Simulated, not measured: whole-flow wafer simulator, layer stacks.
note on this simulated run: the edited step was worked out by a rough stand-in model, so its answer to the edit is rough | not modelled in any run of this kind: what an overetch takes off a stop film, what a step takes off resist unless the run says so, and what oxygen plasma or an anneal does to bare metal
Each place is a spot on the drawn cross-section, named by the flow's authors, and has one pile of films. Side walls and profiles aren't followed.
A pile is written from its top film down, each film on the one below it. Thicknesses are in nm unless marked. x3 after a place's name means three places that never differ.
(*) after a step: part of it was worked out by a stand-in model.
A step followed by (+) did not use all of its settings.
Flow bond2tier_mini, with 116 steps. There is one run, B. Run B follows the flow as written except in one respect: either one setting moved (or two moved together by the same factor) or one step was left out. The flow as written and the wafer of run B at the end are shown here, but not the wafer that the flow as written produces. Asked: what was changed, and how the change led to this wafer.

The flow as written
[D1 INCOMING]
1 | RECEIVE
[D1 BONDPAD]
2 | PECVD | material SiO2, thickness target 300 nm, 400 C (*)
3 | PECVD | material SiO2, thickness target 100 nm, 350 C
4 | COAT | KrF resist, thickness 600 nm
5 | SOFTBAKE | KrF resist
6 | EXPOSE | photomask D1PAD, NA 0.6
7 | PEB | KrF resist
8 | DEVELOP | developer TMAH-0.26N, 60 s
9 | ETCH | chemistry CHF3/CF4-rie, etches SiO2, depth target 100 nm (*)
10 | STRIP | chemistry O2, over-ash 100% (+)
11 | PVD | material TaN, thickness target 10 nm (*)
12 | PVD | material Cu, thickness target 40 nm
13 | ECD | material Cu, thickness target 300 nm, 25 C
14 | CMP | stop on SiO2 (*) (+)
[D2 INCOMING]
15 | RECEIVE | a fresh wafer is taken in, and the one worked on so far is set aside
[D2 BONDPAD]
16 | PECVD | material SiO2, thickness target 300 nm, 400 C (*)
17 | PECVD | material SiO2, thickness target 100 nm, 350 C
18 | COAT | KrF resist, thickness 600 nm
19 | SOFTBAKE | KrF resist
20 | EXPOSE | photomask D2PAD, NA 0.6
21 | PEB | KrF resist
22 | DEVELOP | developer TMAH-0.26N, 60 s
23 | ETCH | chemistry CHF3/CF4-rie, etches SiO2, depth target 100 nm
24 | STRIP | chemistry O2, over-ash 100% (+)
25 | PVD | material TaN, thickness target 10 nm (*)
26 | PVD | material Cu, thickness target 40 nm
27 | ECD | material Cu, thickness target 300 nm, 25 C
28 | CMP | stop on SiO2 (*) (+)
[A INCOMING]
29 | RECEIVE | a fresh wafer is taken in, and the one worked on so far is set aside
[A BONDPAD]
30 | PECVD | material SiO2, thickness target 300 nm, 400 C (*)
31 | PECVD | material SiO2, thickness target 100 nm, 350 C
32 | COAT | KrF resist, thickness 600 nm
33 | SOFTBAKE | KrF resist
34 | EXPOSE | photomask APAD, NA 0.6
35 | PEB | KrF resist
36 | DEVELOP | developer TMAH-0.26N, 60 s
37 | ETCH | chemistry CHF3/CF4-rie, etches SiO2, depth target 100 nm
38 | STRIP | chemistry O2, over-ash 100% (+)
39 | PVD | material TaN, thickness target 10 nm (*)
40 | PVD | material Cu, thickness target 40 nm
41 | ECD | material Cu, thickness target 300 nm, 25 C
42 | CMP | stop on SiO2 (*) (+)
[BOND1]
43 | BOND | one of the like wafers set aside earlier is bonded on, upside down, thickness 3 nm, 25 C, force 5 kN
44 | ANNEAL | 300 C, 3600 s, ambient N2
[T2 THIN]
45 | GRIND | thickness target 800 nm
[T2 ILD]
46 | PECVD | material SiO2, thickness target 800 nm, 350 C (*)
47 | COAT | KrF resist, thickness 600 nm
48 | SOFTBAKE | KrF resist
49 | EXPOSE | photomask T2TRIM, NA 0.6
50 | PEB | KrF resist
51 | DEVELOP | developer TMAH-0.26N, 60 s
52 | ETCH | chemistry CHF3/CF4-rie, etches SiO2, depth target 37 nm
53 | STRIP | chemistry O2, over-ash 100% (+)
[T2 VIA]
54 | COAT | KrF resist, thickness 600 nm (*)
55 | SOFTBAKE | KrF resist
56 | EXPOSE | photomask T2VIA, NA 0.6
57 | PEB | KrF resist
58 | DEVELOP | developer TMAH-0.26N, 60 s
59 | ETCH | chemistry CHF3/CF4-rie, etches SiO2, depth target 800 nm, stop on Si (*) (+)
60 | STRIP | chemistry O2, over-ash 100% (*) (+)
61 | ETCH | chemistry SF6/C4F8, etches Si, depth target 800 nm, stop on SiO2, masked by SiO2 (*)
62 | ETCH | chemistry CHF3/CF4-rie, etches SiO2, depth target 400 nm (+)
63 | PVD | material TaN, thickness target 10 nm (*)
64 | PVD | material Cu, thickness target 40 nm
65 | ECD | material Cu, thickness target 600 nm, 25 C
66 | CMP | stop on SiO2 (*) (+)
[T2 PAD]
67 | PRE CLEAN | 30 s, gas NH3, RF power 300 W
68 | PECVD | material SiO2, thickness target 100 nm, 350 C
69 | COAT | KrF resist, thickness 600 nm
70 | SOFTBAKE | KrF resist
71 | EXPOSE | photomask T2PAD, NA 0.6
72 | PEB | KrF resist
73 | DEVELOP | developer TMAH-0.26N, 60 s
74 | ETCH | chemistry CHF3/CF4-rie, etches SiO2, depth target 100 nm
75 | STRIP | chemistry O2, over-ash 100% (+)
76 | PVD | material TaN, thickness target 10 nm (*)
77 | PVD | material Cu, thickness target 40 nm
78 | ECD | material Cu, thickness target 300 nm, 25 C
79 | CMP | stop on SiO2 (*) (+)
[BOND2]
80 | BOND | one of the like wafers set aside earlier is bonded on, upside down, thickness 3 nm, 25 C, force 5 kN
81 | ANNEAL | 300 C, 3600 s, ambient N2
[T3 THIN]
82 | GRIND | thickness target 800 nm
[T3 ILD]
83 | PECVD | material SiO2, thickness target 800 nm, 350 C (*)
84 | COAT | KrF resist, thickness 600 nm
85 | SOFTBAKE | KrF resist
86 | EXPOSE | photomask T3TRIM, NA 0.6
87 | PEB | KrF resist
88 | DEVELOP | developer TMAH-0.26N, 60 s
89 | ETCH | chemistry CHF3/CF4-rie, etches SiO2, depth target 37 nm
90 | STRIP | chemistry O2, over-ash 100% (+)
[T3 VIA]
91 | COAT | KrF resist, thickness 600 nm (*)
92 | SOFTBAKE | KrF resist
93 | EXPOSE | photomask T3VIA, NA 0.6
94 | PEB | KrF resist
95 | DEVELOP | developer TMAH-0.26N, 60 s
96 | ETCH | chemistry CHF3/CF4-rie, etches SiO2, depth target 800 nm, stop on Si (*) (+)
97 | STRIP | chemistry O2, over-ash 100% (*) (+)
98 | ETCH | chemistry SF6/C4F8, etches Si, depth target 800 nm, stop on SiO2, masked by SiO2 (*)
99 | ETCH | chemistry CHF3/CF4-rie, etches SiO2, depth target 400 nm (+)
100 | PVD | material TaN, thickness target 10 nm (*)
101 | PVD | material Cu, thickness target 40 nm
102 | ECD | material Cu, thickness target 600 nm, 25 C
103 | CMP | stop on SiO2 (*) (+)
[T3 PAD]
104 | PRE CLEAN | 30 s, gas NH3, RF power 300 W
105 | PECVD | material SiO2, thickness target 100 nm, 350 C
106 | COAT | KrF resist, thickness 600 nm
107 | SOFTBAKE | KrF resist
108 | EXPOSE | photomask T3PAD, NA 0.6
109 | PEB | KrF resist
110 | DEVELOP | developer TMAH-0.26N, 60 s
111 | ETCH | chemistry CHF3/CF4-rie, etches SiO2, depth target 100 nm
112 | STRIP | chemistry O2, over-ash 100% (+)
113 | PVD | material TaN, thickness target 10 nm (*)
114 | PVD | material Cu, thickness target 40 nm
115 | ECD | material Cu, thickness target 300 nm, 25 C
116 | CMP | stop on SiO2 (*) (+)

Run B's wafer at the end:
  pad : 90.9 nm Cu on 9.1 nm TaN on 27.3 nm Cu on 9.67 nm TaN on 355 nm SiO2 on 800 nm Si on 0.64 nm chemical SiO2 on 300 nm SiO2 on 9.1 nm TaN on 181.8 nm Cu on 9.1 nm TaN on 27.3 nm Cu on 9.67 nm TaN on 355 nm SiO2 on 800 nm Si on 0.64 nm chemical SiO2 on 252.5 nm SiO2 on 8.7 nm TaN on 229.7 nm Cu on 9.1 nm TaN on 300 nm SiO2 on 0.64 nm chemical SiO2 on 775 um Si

The reason: step 9, ETCH: depth target 147.5 nm was run, whereas the flow has depth target 100 nm.

How this came from the change, step by step:
  9 | ETCH | chemistry CHF3/CF4-rie, etches SiO2, depth target 100 nm (*)
      pad, via: -147.5 SiO2 (in the flow as written it would be: -100 SiO2)
      field: -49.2 KrF resist (in the flow as written it would be: -33.3 KrF resist)
  10 | STRIP | chemistry O2, over-ash 100% (+)
      field: -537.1 KrF resist (all of it) (in the flow as written it would be: -552.9 KrF resist (all of it))
  12 | PVD | material Cu, thickness target 40 nm
      pad: +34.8 Cu (new film) (in the flow as written it would be: +36.4 Cu (new film))
  13 | ECD | material Cu, thickness target 300 nm, 25 C
      pad: +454 Cu (in the flow as written it would be: +404.5 Cu)
      via: +448 Cu (in the flow as written it would be: +400.2 Cu)
  43 | BOND | one of the like wafers set aside earlier is bonded on, upside down, thickness 3 nm, 25 C, force 5 kN
      pad: +775 um Si (new film), +0.64 chemical SiO2 (new film), +252.5 SiO2 (new film), +8.7 TaN (new film), +138.8 Cu (in the flow as written it would be: +775 um Si (new film), +0.64 chemical SiO2 (new film), +300 SiO2 (new film), +9.1 TaN (new film), +90.9 Cu)
      via: +775 um Si (new film), +0.64 chemical SiO2 (new film), +252.5 SiO2 (new film), +9.91 TaN (new film), +137.6 Cu (in the flow as written it would be: +775 um Si (new film), +0.64 chemical SiO2 (new film), +300 SiO2 (new film), +9.97 TaN (new film), +90 Cu)
